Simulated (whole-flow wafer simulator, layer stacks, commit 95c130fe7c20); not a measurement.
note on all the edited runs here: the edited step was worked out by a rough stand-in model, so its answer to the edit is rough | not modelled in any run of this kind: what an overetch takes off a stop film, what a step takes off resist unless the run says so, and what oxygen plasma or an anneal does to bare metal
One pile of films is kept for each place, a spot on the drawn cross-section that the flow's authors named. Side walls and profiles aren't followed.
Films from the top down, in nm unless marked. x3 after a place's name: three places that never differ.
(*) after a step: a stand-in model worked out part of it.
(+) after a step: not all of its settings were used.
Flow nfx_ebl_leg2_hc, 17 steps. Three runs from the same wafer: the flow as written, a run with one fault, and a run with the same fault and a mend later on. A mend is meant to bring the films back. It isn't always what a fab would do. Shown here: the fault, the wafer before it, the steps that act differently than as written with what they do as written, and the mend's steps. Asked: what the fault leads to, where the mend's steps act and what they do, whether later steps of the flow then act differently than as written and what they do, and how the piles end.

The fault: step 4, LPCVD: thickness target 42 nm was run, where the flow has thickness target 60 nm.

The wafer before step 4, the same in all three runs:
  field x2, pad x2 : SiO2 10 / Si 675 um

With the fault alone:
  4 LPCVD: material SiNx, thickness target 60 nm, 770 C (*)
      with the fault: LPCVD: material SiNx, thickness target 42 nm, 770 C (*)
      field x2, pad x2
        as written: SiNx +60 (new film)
        with the fault: SiNx +42 (new film)
  Later steps of the flow that act differently than as written:
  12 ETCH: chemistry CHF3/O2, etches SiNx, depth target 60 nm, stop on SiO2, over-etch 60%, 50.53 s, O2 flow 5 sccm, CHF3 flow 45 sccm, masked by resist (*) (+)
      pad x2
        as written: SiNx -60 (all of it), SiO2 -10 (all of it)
        with the fault: SiNx -42 (all of it), SiO2 -10 (all of it)
  At the end the piles differ from the flow's by more than 2% or 0.5 nm, whichever is larger, at field x2.
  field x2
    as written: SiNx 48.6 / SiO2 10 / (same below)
    with the fault: SiNx 30.6 / SiO2 10 / (same below)

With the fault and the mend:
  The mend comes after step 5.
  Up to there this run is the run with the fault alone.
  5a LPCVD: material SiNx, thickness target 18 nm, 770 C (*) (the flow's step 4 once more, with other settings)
      field x2, pad x2
        SiNx +18
  No later step of the flow acts differently than as written at any place that is followed.
  At the end the piles are the same as the flow's at every place that both follow.
